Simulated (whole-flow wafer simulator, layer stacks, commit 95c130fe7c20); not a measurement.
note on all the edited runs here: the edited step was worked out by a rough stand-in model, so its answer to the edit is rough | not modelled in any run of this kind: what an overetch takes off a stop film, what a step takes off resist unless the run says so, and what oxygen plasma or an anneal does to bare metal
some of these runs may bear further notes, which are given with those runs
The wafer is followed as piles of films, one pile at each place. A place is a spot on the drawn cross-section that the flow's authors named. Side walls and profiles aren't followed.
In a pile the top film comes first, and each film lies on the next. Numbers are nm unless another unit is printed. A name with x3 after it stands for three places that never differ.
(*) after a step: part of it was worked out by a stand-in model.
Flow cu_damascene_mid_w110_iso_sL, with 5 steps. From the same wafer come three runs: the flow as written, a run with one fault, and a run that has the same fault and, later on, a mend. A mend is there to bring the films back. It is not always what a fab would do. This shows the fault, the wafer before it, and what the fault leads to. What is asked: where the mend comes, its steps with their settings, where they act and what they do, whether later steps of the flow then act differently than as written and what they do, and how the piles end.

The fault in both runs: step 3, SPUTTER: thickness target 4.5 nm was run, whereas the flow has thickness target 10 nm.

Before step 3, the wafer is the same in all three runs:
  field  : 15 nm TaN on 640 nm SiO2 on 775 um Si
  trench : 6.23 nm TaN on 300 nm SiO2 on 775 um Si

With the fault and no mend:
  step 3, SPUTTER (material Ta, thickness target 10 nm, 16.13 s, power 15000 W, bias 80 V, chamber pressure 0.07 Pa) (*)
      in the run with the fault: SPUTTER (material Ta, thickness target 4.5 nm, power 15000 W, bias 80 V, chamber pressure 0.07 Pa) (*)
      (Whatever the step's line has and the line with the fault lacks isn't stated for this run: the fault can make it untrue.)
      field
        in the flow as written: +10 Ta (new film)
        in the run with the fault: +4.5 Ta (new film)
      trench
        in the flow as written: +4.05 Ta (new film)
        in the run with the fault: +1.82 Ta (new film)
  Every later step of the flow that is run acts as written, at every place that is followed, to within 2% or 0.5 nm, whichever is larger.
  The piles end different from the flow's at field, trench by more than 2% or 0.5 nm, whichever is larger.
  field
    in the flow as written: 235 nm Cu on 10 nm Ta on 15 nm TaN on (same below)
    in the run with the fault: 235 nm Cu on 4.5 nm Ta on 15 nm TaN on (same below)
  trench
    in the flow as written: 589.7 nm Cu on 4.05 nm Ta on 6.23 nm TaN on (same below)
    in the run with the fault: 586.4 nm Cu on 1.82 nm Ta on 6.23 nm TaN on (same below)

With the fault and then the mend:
  The mend stands after step 3.
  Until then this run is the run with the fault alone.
  step 3a, SPUTTER (material Ta, thickness target 5.5 nm, power 15000 W, bias 80 V, chamber pressure 0.07 Pa) (*) (the flow's step 3, run once more with other settings)
      field
        +5.5 Ta
      trench
        +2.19 Ta
  Every later step of the flow that is run acts as written at every place that is followed.
  When the end is reached, the piles differ only a little from the flow's at the places that both follow, at most by 2% or 0.5 nm, whichever is larger.
